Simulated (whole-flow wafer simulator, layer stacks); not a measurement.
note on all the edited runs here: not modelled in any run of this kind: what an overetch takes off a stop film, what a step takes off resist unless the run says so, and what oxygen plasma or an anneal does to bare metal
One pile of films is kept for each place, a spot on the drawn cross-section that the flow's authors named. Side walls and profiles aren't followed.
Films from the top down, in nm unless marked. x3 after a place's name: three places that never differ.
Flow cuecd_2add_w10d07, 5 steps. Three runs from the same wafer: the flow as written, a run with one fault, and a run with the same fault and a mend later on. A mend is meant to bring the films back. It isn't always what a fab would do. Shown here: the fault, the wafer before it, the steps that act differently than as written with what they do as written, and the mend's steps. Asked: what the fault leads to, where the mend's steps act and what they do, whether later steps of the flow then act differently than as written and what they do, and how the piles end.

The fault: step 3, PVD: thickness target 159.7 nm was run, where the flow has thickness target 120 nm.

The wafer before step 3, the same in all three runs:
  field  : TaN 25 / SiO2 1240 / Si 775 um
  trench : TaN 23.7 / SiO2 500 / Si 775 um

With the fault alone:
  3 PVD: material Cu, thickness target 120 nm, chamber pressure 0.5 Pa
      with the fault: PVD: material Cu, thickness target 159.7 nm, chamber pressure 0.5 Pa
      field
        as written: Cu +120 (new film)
        with the fault: Cu +159.7 (new film)
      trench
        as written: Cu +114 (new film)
        with the fault: Cu +151.9 (new film)
  No later step of the flow acts differently than as written at any place that is followed.
  At the end the piles differ from the flow's by more than 2% or 0.5 nm, whichever is larger, at field, trench.
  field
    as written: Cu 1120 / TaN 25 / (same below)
    with the fault: Cu 1159.7 / TaN 25 / (same below)
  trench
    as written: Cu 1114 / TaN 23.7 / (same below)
    with the fault: Cu 1151.9 / TaN 23.7 / (same below)

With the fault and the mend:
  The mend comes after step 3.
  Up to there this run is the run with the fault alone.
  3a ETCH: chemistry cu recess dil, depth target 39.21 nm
      field, trench
        Cu -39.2
  No later step of the flow acts differently than as written at any place that is followed.
  At the end the piles differ from the flow's only slightly at the places that both follow, by at most 2% or 0.5 nm, whichever is larger.
